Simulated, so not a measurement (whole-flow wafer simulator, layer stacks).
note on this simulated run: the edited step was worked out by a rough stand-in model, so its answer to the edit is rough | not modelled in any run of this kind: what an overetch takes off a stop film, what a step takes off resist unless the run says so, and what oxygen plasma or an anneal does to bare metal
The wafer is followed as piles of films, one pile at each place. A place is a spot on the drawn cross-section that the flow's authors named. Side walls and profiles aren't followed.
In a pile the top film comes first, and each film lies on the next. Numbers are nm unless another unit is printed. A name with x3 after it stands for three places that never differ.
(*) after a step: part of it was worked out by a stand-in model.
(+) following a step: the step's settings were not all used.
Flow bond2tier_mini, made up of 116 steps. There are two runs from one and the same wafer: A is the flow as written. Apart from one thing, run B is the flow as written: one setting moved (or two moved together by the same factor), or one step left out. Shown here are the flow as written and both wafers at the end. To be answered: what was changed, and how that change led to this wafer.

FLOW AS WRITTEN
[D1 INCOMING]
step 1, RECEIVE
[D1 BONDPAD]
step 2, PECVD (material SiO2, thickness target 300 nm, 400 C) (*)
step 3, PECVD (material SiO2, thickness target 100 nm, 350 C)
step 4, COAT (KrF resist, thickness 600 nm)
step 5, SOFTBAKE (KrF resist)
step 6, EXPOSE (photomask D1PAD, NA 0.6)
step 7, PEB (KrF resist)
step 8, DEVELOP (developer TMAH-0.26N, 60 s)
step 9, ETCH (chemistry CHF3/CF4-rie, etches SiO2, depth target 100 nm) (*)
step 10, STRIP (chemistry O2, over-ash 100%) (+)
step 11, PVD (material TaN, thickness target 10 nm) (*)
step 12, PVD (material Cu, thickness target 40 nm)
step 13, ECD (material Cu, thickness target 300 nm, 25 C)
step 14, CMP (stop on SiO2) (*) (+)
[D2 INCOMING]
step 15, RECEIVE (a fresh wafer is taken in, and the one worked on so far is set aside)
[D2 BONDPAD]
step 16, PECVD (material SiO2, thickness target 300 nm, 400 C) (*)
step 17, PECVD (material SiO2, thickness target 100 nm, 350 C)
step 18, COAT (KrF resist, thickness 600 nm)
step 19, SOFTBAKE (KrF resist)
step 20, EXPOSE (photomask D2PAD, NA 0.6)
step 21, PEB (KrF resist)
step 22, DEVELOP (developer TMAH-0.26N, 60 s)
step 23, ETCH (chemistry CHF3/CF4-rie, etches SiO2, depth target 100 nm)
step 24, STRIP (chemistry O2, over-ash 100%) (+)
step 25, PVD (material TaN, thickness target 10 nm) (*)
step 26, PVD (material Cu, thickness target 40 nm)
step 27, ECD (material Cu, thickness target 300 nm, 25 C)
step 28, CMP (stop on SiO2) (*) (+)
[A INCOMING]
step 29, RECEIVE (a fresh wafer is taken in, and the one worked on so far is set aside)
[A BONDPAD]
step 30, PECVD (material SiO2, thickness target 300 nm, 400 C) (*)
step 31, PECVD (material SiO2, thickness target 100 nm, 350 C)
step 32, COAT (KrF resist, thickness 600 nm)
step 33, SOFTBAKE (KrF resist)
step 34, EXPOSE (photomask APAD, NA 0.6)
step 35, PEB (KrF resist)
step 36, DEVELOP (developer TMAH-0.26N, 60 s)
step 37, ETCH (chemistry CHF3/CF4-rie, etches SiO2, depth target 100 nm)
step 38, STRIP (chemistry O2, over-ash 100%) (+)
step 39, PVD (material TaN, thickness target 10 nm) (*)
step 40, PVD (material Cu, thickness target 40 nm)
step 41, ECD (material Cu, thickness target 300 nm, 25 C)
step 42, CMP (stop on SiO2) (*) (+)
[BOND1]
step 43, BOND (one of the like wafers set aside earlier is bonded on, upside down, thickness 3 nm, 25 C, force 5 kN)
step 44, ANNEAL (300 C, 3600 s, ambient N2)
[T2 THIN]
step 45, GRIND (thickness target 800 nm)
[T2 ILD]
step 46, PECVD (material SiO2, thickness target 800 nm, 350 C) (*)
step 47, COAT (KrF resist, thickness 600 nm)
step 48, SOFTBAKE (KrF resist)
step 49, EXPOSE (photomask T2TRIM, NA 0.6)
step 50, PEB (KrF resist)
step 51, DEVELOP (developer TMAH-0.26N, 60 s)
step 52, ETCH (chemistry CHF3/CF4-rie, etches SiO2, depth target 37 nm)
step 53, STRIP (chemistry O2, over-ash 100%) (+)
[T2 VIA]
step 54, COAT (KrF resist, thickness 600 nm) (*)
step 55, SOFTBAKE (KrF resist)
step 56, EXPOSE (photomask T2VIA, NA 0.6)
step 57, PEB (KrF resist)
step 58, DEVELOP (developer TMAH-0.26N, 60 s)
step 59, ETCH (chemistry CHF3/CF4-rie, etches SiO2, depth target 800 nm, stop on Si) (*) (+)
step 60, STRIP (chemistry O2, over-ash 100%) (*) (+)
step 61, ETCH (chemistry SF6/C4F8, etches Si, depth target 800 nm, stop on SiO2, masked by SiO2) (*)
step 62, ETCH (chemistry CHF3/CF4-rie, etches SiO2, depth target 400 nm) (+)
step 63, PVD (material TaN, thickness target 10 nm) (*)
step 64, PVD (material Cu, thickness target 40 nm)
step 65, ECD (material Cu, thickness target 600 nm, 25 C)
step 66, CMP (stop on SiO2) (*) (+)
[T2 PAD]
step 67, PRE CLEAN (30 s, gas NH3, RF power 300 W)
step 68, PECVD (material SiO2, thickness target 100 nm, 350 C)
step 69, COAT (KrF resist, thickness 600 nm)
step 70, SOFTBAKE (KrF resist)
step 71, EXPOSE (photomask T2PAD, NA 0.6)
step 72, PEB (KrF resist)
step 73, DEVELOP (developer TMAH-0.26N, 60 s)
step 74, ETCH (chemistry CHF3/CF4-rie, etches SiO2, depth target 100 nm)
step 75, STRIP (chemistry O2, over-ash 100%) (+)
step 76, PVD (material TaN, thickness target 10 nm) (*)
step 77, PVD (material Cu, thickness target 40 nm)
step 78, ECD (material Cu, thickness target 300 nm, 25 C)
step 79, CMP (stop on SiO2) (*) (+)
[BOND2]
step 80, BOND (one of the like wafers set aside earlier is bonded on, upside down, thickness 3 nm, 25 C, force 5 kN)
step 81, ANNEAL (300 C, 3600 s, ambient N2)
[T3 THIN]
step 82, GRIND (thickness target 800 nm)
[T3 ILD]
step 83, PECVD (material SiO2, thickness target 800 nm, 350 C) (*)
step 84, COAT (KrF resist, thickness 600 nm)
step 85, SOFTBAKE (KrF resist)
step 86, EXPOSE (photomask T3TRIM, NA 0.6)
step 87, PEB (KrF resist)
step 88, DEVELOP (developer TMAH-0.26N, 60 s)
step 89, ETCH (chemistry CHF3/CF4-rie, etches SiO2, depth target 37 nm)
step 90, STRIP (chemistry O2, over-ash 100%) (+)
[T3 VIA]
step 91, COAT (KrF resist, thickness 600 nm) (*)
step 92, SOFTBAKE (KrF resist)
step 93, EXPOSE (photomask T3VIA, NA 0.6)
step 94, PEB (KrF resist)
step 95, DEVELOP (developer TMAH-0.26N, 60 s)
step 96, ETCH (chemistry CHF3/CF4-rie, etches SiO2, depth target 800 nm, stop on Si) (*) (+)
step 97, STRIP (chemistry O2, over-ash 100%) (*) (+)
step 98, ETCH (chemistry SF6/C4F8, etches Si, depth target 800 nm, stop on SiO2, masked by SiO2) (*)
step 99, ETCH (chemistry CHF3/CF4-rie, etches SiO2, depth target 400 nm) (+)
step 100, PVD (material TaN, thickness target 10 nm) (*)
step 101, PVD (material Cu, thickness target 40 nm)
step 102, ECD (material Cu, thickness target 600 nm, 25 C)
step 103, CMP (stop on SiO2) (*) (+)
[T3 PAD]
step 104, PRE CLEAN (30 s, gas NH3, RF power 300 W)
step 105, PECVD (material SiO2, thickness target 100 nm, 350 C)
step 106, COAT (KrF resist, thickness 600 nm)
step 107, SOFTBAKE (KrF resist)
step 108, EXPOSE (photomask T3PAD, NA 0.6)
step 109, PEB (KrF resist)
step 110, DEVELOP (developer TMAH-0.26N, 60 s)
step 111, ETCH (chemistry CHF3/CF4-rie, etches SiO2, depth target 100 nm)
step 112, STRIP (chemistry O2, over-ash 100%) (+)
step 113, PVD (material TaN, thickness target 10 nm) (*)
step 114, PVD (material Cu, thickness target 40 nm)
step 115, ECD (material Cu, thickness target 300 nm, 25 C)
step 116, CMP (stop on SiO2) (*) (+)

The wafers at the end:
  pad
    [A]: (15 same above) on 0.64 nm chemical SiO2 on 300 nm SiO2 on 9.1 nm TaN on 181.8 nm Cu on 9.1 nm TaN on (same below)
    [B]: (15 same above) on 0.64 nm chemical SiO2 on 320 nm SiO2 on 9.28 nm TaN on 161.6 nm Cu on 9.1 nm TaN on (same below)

The reason: step 9, ETCH: depth target 80 nm was run, while the flow as written has depth target 100 nm.

How this came from the change, step by step:
  step 9, ETCH (chemistry CHF3/CF4-rie, etches SiO2, depth target 100 nm) (*)
      pad, via: A SiO2 loses 100 | B SiO2 loses 80
      field: A KrF resist loses 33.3 | B KrF resist loses 26.7
  step 13, ECD (material Cu, thickness target 300 nm, 25 C)
      pad: A Cu gains 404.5 | B Cu gains 383.6
      via: A Cu gains 400.2 | B Cu gains 380.1
  step 43, BOND (one of the like wafers set aside earlier is bonded on, upside down, thickness 3 nm, 25 C, force 5 kN)
      pad: A Si gains 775 um (new film), chemical SiO2 gains 0.64 (new film), SiO2 gains 300 (new film), TaN gains 9.1 (new film), Cu gains 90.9 | B Si gains 775 um (new film), chemical SiO2 gains 0.64 (new film), SiO2 gains 320 (new film), TaN gains 9.28 (new film), Cu gains 70.7
      via: A Si gains 775 um (new film), chemical SiO2 gains 0.64 (new film), SiO2 gains 300 (new film), TaN gains 9.97 (new film), Cu gains 90 | B Si gains 775 um (new film), chemical SiO2 gains 0.64 (new film), SiO2 gains 320 (new film), TaN gains 9.99 (new film), Cu gains 70
